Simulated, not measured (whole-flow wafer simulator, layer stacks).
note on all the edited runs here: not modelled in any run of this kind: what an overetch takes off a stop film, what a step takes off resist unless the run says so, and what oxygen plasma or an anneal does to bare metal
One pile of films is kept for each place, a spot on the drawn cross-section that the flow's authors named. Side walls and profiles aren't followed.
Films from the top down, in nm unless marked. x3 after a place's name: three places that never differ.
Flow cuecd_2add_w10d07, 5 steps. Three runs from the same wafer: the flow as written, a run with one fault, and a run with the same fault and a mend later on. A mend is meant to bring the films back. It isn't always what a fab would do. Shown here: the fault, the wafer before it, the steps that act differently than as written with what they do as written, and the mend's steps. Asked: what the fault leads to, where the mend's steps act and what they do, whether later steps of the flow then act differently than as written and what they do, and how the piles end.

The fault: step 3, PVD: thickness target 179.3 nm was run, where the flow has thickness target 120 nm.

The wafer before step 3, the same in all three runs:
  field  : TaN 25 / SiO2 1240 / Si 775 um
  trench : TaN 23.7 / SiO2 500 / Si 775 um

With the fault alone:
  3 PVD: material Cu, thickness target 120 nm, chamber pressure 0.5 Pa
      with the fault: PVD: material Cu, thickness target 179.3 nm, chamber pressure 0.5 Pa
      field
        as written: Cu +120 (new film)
        with the fault: Cu +179.3 (new film)
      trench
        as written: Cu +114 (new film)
        with the fault: Cu +170.6 (new film)
  No later step of the flow acts differently than as written at any place that is followed.
  At the end the piles differ from the flow's by more than 2% or 0.5 nm, whichever is larger, at field, trench.
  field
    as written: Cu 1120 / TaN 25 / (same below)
    with the fault: Cu 1179.3 / TaN 25 / (same below)
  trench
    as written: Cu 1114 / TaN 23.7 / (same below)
    with the fault: Cu 1170.6 / TaN 23.7 / (same below)

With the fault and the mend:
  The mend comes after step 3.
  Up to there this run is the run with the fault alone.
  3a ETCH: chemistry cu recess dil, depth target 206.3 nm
      field
        Cu -179.3 (all of it)
      trench
        Cu -170.6 (all of it)
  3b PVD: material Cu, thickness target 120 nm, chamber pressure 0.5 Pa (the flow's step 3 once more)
      field
        Cu +120 (new film)
      trench
        Cu +114 (new film)
  No later step of the flow acts differently than as written at any place that is followed.
  At the end the piles are the same as the flow's at every place that both follow.
